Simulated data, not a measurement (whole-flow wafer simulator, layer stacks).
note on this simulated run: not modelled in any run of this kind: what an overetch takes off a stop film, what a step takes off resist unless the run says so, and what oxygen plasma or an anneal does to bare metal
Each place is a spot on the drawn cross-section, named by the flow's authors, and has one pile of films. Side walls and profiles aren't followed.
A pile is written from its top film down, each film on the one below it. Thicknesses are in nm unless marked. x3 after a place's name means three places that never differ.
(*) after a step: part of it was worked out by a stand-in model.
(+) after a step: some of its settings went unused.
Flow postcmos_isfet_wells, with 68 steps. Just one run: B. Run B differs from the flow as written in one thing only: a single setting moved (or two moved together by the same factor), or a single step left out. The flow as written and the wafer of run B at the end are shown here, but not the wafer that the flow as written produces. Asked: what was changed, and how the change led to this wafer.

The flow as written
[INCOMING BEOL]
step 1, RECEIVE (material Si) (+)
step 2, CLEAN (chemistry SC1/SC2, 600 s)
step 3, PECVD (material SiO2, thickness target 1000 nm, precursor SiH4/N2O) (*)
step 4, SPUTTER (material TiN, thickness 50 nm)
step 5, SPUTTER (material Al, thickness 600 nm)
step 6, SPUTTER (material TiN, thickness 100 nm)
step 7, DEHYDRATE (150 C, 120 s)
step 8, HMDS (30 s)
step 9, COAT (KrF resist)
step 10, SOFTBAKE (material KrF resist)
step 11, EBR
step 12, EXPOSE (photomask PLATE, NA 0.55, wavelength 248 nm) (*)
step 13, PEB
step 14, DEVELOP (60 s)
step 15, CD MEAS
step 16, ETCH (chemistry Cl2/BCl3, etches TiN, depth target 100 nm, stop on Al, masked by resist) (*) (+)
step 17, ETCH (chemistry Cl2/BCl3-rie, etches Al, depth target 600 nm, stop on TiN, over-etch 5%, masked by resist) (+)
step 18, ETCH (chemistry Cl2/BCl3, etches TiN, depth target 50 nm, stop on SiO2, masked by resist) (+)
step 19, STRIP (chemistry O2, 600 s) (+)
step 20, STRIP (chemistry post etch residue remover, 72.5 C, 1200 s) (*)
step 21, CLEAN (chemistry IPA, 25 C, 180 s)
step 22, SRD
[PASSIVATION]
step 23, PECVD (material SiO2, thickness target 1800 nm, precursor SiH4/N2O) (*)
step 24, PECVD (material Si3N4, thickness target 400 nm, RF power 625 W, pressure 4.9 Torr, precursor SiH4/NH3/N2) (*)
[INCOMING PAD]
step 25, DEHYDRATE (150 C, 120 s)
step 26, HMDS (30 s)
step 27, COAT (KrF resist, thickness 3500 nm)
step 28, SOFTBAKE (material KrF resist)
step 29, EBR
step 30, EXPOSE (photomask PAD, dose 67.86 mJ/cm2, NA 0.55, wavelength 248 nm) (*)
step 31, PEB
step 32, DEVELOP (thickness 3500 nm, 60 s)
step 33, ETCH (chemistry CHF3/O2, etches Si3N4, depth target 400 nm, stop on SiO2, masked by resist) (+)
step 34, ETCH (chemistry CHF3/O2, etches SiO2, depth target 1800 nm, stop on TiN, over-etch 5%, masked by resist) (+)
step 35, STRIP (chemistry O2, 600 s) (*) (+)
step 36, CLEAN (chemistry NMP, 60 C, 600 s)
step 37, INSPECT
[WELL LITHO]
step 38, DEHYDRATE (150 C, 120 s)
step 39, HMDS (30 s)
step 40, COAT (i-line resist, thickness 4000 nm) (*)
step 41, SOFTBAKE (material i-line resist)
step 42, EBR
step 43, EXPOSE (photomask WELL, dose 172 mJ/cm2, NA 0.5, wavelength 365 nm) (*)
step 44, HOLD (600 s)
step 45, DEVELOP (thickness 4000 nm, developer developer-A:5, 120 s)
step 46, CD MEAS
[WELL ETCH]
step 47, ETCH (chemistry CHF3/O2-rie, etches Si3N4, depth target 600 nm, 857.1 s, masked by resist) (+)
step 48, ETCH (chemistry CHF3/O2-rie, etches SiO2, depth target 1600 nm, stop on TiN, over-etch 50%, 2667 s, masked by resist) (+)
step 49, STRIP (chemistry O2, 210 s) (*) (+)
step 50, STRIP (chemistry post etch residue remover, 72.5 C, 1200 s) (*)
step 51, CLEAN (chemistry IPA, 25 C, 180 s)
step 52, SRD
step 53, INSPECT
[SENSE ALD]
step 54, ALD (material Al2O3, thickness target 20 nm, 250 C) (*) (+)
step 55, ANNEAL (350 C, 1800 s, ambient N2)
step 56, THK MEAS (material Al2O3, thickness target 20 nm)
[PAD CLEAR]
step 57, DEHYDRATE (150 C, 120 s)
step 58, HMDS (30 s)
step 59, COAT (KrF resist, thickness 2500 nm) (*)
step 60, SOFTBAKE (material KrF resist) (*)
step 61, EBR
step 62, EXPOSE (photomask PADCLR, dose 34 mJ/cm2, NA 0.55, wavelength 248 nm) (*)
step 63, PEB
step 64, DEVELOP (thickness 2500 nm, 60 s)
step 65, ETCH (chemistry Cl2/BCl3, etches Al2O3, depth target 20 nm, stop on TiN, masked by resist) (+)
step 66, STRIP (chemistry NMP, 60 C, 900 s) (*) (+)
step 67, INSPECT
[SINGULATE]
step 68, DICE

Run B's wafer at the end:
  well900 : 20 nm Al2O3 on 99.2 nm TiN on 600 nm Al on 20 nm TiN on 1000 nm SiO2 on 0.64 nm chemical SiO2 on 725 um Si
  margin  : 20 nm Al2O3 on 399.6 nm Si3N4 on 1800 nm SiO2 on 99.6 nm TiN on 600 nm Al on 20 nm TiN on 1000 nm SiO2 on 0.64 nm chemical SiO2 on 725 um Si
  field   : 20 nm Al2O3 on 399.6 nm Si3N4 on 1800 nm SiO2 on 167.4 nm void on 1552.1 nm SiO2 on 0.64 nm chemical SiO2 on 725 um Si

What caused this: step 4, SPUTTER: thickness 20 nm was run, while the flow as written has thickness 50 nm.
The wafer itself shows it: well900 has TiN 20, and step 4 as written asks for 50 nm.

Step by step, how the change led to this:
  step 4, SPUTTER (material TiN, thickness 50 nm)
      field, margin, well900 and 6 more: +20 TiN (new film) (it would be, as written: +50 TiN (new film))
  step 18, ETCH (chemistry Cl2/BCl3, etches TiN, depth target 50 nm, stop on SiO2, masked by resist) (+)
      margin, well900, well1300, well2000, well3000, pad_rim, pad_clr, pad_open: -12 KrF resist (it would be, as written: -20 KrF resist)
      field: -20 TiN (all of it) (it would be, as written: -50 TiN (all of it))
  step 23, PECVD (material SiO2, thickness target 1800 nm, precursor SiH4/N2O) (*)
      field: +1800 SiO2 (new film), +167.4 void (new film), +552.1 SiO2 (it would be, as written: +1800 SiO2 (new film), +189.9 void (new film), +559.7 SiO2)
